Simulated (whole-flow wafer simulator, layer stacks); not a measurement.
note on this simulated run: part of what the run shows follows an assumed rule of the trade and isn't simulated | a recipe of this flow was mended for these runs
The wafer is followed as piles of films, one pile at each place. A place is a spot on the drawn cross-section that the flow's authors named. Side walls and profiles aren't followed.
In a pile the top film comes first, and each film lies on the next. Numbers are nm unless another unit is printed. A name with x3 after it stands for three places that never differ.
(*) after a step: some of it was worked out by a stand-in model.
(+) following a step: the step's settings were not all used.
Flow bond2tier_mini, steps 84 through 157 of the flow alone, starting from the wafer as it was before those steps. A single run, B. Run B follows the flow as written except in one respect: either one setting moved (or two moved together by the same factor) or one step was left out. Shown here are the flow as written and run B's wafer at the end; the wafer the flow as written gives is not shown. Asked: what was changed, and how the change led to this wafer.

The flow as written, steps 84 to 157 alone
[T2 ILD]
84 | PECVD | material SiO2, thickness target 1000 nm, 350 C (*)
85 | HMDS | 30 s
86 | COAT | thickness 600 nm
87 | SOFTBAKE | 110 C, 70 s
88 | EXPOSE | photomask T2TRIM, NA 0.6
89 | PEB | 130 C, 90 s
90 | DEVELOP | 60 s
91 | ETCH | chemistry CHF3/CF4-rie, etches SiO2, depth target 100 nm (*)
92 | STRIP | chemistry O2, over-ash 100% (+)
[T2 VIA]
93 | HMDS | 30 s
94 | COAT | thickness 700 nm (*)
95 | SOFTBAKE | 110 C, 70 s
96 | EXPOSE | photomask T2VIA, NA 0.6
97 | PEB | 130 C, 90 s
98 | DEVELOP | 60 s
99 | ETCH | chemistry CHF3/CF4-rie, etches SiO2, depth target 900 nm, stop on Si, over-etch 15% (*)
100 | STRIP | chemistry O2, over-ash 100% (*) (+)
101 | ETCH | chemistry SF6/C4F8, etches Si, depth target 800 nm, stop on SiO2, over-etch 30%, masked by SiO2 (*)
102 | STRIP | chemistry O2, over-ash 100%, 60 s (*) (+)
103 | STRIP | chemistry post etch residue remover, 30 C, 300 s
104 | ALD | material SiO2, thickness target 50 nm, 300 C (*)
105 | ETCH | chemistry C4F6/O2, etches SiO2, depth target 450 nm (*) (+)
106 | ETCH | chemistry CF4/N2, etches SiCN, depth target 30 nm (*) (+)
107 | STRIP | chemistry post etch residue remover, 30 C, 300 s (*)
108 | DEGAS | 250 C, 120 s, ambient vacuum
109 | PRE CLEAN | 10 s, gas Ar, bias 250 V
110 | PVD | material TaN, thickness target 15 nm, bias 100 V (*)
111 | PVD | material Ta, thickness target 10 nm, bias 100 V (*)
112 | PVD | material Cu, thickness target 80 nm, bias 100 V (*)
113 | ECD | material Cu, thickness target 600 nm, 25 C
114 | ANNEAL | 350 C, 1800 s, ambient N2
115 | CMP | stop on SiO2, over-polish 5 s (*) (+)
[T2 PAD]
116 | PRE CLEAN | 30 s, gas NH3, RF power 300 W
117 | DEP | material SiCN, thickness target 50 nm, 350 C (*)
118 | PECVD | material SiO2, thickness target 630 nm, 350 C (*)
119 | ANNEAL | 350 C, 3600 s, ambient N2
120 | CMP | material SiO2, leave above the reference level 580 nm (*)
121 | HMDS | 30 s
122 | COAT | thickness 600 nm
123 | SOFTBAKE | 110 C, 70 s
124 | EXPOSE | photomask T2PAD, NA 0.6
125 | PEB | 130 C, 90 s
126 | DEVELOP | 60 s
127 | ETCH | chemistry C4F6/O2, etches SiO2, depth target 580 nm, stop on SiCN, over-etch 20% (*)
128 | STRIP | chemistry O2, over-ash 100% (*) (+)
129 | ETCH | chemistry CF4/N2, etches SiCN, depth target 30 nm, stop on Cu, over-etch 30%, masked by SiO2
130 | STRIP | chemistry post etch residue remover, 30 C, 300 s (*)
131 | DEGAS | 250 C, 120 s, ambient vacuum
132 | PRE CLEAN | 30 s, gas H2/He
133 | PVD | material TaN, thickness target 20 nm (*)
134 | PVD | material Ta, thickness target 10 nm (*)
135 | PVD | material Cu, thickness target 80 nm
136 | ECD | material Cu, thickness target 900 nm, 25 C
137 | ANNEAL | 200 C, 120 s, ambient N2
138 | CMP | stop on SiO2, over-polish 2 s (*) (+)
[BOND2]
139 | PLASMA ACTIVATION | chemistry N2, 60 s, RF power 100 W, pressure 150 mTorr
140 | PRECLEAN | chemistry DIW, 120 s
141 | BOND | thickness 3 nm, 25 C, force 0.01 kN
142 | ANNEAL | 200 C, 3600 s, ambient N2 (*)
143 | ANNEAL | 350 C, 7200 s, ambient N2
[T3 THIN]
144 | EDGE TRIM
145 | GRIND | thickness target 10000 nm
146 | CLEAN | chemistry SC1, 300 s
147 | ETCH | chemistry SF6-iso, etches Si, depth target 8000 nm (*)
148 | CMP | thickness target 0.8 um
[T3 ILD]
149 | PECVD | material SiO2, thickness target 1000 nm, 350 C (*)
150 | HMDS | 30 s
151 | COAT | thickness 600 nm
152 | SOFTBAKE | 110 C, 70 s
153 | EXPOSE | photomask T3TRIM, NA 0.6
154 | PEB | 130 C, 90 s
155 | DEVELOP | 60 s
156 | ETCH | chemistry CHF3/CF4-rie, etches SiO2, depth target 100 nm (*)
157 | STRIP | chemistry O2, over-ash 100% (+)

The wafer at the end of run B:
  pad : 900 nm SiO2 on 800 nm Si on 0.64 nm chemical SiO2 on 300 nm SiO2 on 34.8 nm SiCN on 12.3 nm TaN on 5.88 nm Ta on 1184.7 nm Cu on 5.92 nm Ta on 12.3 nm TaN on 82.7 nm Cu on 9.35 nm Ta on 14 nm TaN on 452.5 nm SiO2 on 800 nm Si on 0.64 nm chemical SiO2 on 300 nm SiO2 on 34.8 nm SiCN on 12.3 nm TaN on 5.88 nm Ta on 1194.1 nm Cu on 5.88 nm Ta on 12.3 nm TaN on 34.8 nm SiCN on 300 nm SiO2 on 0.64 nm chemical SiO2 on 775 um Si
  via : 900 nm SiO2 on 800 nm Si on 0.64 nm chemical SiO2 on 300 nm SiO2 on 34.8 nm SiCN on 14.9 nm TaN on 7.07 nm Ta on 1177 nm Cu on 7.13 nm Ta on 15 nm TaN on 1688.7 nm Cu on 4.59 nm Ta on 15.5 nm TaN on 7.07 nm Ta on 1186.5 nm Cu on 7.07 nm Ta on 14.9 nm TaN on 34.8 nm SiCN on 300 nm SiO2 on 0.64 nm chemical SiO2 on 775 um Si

What caused this: step 91, ETCH: depth target 114.4 nm was run, whereas the flow has depth target 100 nm.

The path from the change to this, step by step:
  91 | ETCH | chemistry CHF3/CF4-rie, etches SiO2, depth target 100 nm (*)
      pad, via: -114.4 SiO2 (it would be, as written: -100 SiO2)
      field: -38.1 thick-KrF-resist (it would be, as written: -33.3 thick-KrF-resist)
  99 | ETCH | chemistry CHF3/CF4-rie, etches SiO2, depth target 900 nm, stop on Si, over-etch 15% (*)
      via: -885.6 SiO2 (all of it), -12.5 Si (it would be, as written: -900 SiO2 (all of it), -11.2 Si)
  100 | STRIP | chemistry O2, over-ash 100% (*) (+)
      pad: -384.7 thick-KrF-resist (all of it) (it would be, as written: -372.9 thick-KrF-resist (all of it))
  113 | ECD | material Cu, thickness target 600 nm, 25 C
      pad: +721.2 Cu (it would be, as written: +706.1 Cu)
